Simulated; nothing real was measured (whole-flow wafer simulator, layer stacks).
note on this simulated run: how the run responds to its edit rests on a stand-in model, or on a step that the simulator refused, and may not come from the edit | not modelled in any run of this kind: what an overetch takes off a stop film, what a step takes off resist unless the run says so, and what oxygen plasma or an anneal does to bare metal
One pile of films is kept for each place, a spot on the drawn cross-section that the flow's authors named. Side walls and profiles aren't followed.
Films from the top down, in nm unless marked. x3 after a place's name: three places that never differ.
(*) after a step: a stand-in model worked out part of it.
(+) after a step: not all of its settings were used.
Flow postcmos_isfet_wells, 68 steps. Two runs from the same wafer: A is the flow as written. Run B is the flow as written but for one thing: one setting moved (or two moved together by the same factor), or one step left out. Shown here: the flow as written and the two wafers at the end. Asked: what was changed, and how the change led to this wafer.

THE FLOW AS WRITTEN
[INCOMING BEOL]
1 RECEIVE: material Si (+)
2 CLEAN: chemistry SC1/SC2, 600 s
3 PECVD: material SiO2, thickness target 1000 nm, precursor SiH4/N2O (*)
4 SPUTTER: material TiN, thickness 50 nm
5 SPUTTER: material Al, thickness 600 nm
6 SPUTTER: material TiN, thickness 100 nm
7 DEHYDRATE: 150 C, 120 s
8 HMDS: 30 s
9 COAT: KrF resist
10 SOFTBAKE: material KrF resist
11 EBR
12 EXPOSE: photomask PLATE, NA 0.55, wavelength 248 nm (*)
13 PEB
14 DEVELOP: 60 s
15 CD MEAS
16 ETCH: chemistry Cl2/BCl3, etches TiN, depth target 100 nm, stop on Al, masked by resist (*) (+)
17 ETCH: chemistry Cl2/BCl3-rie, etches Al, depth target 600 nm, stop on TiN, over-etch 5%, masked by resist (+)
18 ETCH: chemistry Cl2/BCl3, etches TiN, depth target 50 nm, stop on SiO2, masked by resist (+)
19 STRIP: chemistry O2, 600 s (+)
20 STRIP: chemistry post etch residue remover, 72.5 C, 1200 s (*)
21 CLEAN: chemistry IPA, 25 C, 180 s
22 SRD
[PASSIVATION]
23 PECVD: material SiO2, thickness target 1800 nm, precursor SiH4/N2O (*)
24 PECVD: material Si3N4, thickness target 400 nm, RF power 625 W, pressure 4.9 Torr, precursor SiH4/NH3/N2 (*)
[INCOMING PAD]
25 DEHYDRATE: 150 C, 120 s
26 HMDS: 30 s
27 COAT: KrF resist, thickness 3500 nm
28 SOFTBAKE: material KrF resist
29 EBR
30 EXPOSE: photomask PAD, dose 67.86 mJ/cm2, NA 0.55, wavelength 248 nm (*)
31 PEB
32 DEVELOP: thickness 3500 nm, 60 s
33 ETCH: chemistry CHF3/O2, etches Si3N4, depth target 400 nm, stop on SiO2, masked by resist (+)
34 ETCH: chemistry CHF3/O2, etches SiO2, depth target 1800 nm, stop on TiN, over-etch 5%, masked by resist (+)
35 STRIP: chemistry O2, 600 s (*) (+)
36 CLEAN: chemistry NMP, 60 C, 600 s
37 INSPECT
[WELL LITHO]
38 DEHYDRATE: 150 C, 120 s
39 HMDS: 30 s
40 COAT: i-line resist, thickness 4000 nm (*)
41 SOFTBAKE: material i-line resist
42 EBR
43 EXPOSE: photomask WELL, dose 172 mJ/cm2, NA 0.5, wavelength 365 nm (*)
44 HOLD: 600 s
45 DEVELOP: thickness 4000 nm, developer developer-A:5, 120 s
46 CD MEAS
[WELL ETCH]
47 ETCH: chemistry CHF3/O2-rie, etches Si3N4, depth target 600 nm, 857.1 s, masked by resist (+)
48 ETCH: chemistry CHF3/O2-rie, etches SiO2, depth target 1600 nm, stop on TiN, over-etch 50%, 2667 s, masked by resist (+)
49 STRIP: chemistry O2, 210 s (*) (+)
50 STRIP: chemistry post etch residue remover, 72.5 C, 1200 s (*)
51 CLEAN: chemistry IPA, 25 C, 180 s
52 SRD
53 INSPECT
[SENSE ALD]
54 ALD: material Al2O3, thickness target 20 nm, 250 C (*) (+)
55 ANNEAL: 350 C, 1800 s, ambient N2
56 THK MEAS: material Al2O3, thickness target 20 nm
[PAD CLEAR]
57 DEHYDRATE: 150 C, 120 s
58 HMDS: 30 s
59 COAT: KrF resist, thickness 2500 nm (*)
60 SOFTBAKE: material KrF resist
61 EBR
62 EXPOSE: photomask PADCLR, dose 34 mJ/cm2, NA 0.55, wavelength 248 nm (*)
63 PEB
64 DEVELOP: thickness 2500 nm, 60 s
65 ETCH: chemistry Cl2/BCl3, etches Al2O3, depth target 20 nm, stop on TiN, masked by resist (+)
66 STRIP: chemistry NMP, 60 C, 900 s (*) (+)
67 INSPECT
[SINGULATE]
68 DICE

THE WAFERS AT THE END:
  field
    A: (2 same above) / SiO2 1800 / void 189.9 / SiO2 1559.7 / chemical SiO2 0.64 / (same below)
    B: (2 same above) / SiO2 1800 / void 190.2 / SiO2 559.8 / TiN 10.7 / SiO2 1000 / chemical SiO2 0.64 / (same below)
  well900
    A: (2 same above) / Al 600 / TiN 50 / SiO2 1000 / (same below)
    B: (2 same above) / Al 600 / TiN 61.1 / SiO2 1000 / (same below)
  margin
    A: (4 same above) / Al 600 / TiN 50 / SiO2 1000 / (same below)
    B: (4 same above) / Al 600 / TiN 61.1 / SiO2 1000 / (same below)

The cause: step 4, SPUTTER: thickness 61.1 nm was run, where the flow has thickness 50 nm.
It can be read off the wafer: well900 has TiN 61.1, and step 4 as written asks for 50 nm.

How the change led to this, step by step:
  4 SPUTTER: material TiN, thickness 50 nm
      field, margin, well900, well1300 x3, pad_rim, pad_clr, pad_open: A TiN +50 (new film) | B TiN +61.1 (new film)
  18 ETCH: chemistry Cl2/BCl3, etches TiN, depth target 50 nm, stop on SiO2, masked by resist (+)
      field: A TiN -50 (all of it) | B TiN -50
  23 PECVD: material SiO2, thickness target 1800 nm, precursor SiH4/N2O (*)
      field: A SiO2 +1800 (new film), void +189.9 (new film), SiO2 +559.7 | B SiO2 +1800 (new film), void +190.2 (new film), SiO2 +559.8 (new film)
Counting metal films that touch as one body, field has 1 body; the flow as written gives 0 bodies.
